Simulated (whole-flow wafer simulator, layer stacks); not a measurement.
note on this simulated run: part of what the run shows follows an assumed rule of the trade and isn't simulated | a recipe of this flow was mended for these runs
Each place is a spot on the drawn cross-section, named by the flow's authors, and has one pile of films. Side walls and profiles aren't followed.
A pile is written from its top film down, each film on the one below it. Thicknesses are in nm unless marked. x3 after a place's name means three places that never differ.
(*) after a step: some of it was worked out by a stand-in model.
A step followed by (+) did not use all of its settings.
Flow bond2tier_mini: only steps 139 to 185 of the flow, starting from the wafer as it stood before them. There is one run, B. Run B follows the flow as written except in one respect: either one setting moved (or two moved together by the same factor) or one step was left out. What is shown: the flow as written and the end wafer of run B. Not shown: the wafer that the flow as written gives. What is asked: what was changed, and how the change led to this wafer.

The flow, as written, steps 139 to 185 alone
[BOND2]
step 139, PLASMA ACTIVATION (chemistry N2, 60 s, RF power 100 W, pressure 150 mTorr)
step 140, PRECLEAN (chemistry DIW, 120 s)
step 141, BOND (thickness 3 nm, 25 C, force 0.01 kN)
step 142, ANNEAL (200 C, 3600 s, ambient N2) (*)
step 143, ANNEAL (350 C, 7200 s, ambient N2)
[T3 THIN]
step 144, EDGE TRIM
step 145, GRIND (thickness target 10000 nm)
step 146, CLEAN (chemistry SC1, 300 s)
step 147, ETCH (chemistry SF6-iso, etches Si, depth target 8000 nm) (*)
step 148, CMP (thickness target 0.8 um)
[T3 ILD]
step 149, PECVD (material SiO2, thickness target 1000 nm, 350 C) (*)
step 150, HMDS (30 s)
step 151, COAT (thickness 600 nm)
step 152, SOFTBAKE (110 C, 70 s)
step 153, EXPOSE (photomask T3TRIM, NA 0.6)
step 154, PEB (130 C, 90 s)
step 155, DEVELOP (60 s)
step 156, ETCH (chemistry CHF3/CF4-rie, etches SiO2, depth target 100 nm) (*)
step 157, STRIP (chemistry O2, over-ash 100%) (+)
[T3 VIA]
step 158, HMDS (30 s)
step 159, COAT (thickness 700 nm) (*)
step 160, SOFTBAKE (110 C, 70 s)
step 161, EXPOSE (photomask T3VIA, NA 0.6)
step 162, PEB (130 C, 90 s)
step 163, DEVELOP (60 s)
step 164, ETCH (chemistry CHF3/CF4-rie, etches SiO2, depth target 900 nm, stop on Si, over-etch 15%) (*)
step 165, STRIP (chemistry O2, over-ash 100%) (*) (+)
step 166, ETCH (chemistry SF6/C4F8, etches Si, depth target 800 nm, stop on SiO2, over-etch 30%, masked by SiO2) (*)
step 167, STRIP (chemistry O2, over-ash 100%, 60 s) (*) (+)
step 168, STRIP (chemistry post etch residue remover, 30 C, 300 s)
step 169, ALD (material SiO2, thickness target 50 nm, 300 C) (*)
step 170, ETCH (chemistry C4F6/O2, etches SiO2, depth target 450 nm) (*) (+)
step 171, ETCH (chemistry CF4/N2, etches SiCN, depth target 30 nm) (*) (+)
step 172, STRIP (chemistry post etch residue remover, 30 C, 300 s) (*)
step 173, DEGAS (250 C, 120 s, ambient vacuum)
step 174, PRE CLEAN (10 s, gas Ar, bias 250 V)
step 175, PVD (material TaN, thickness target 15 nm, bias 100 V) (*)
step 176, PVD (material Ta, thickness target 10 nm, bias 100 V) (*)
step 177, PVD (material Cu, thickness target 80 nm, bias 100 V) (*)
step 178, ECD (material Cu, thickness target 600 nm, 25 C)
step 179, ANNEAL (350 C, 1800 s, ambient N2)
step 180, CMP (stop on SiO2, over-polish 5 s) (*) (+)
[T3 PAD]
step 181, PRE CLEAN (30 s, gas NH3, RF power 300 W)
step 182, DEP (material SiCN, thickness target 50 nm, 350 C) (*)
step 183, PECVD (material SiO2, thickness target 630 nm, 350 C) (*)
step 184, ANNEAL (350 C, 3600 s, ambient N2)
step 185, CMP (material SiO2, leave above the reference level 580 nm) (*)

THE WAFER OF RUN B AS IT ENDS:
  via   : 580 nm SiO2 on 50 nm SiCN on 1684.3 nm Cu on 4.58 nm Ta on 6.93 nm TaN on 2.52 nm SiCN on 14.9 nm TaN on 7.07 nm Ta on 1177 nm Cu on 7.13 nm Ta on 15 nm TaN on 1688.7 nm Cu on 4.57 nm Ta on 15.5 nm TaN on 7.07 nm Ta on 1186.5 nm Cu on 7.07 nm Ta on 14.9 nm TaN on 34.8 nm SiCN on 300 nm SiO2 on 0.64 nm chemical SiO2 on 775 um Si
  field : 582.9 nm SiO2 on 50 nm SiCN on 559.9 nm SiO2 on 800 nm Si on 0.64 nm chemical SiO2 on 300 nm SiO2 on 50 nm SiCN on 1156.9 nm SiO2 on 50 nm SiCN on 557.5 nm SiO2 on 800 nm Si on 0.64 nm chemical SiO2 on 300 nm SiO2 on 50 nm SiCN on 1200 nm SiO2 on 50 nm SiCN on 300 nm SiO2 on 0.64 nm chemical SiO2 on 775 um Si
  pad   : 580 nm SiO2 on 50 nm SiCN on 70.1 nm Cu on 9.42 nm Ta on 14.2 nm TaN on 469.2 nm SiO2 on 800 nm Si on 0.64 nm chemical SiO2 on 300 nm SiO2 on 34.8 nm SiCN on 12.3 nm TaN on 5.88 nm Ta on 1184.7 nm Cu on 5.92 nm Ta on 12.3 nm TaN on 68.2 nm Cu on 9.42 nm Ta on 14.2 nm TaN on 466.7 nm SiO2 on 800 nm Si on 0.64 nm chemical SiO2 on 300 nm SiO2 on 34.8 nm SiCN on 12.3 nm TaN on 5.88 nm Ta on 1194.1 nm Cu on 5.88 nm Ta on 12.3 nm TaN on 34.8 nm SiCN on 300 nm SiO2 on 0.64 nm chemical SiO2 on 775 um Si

The reason: step 166, ETCH: depth target 603 nm was run, while the flow as written has depth target 800 nm.

The path from the change to this, step by step:
  step 166, ETCH (chemistry SF6/C4F8, etches Si, depth target 800 nm, stop on SiO2, over-etch 30%, masked by SiO2) (*)
      via: Si loses 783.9 (it would be, as written: Si loses 788.8 (all of it), chemical SiO2 loses 0.64 (all of it), SiO2 loses 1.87)
      field, pad: SiO2 loses 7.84 (it would be, as written: SiO2 loses 10.3)
  step 169, ALD (material SiO2, thickness target 50 nm, 300 C) (*)
      via: SiO2 gains 50 (new film) (it would be, as written: SiO2 gains 50)
  step 170, ETCH (chemistry C4F6/O2, etches SiO2, depth target 450 nm) (*) (+)
      via: SiO2 loses 50 (all of it), Si loses 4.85 (all of it), chemical SiO2 loses 0.64 (all of it), SiO2 loses 300 (all of it), SiCN loses 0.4 (it would be, as written: SiO2 loses 348.1 (all of it), SiCN loses 17.2)
  step 171, ETCH (chemistry CF4/N2, etches SiCN, depth target 30 nm) (*) (+)
      via: SiCN loses 30 (it would be, as written: SiCN loses 17.6 (all of it), TaN loses 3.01)
  step 174, PRE CLEAN (10 s, gas Ar, bias 250 V)
      via: SiCN loses 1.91 (it would be, as written: TaN loses 3.19)
  step 175, PVD (material TaN, thickness target 15 nm, bias 100 V) (*)
      via: TaN gains 6.93 (new film) (it would be, as written: TaN gains 6.94)
If metal films that touch count as one body, via has 2 bodies (between them, from the top down: SiCN 2.52); the flow as written gives 1 body.
